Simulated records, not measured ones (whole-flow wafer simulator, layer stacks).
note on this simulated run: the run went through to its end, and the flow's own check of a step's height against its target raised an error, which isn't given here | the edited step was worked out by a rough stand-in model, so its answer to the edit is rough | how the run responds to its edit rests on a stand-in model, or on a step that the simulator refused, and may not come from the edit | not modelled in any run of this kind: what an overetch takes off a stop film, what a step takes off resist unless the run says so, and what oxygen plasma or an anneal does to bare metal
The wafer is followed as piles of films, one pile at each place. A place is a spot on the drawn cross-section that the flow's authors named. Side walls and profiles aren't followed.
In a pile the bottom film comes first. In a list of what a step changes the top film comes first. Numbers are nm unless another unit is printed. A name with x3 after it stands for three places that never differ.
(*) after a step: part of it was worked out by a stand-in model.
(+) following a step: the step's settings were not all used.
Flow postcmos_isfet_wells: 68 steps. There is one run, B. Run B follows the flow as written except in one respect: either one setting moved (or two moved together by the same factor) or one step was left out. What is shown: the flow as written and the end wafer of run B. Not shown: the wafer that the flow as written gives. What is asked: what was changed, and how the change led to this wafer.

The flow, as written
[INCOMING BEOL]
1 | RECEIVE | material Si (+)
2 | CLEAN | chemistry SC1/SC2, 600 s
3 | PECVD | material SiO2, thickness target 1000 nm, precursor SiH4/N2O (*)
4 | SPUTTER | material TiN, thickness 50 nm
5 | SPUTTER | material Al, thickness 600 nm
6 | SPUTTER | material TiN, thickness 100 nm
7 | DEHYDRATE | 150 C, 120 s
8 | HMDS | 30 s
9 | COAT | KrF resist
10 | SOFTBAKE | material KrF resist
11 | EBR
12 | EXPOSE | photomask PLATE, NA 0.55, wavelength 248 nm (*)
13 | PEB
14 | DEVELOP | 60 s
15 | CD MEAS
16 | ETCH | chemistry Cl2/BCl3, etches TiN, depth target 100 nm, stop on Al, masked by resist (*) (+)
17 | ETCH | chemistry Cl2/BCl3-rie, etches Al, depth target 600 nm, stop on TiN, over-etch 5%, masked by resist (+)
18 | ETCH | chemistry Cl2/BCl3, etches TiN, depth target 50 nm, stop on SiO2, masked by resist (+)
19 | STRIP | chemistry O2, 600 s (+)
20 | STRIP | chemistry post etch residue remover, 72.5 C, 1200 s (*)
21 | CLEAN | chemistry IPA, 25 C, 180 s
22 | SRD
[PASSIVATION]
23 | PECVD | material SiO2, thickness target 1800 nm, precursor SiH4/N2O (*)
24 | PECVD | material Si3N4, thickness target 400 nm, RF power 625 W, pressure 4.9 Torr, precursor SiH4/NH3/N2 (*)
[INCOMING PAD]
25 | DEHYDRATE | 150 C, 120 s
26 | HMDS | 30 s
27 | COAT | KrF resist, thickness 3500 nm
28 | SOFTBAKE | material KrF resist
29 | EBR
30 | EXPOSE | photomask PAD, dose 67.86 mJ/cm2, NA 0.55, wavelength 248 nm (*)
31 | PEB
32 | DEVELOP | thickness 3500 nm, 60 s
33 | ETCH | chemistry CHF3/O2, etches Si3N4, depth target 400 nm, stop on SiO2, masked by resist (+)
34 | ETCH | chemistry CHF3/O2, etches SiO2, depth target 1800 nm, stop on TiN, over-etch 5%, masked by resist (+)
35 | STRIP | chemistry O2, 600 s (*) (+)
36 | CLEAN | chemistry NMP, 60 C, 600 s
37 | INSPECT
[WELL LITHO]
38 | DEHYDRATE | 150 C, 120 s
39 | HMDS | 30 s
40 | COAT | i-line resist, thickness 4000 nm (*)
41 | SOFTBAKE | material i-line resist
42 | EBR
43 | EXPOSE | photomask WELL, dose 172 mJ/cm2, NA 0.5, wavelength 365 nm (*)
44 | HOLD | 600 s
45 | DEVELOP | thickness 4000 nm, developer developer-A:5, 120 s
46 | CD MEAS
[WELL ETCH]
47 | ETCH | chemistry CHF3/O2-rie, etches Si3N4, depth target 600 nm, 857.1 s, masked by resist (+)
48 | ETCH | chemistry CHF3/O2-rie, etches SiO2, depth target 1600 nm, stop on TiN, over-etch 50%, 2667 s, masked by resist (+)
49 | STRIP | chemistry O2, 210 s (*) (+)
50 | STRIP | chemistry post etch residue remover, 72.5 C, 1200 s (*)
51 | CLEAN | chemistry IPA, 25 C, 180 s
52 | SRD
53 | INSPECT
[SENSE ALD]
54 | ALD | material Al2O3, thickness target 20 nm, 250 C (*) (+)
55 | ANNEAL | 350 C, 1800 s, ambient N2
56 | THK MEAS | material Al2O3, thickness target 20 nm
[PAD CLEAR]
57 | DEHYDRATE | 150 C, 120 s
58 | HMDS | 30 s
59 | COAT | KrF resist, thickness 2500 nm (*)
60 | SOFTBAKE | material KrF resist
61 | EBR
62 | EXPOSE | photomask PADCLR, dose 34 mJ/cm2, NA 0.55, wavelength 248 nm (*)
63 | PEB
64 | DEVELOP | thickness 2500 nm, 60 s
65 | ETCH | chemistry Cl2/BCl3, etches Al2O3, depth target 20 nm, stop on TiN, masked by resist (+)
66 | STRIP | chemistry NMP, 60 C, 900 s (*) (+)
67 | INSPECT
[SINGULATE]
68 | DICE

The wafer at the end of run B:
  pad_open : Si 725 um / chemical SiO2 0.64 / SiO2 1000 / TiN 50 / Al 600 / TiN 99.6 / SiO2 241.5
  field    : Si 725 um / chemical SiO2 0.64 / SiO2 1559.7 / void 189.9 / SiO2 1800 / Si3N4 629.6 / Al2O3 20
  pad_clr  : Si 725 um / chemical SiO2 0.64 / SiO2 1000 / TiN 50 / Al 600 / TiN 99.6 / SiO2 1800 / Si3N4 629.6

What caused this: step 24, PECVD: thickness target 630 nm was run, though the flow has thickness target 400 nm.

How this came from the change, step by step:
  24 | PECVD | material Si3N4, thickness target 400 nm, RF power 625 W, pressure 4.9 Torr, precursor SiH4/NH3/N2 (*)
      field, margin, well900, well1300 x3, pad_rim, pad_clr, pad_open: Si3N4 gains 630 (new film) (in the flow as written it would be: Si3N4 gains 400 (new film))
  33 | ETCH | chemistry CHF3/O2, etches Si3N4, depth target 400 nm, stop on SiO2, masked by resist (+)
      pad_open: Si3N4 loses 400 (in the flow as written it would be: Si3N4 loses 400 (all of it))
  34 | ETCH | chemistry CHF3/O2, etches SiO2, depth target 1800 nm, stop on TiN, over-etch 5%, masked by resist (+)
      pad_open: Si3N4 loses 230 (all of it), SiO2 loses 1558.5 (in the flow as written it would be: SiO2 loses 1800 (all of it))
  47 | ETCH | chemistry CHF3/O2-rie, etches Si3N4, depth target 600 nm, 857.1 s, masked by resist (+)
      well900, well1300 x3: Si3N4 loses 600 (in the flow as written it would be: Si3N4 loses 400 (all of it), SiO2 loses 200)
  48 | ETCH | chemistry CHF3/O2-rie, etches SiO2, depth target 1600 nm, stop on TiN, over-etch 50%, 2667 s, masked by resist (+)
      well900, well1300 x3: Si3N4 loses 30 (all of it), SiO2 loses 1800 (all of it) (in the flow as written it would be: SiO2 loses 1600 (all of it))
  59 | COAT | KrF resist, thickness 2500 nm (*)
      field: KrF resist gains 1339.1 (new film) (in the flow as written it would be: KrF resist gains 1449 (new film))
      margin: KrF resist gains 1339 (new film) (in the flow as written it would be: KrF resist gains 1448.9 (new film))
  63 | PEB
      field, margin: KrF resist loses 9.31 (in the flow as written it would be: KrF resist loses 10.1)
  66 | STRIP | chemistry NMP, 60 C, 900 s (*) (+)
      field, margin: KrF resist loses 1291 (all of it) (in the flow as written it would be: KrF resist loses 1400.1 (all of it))
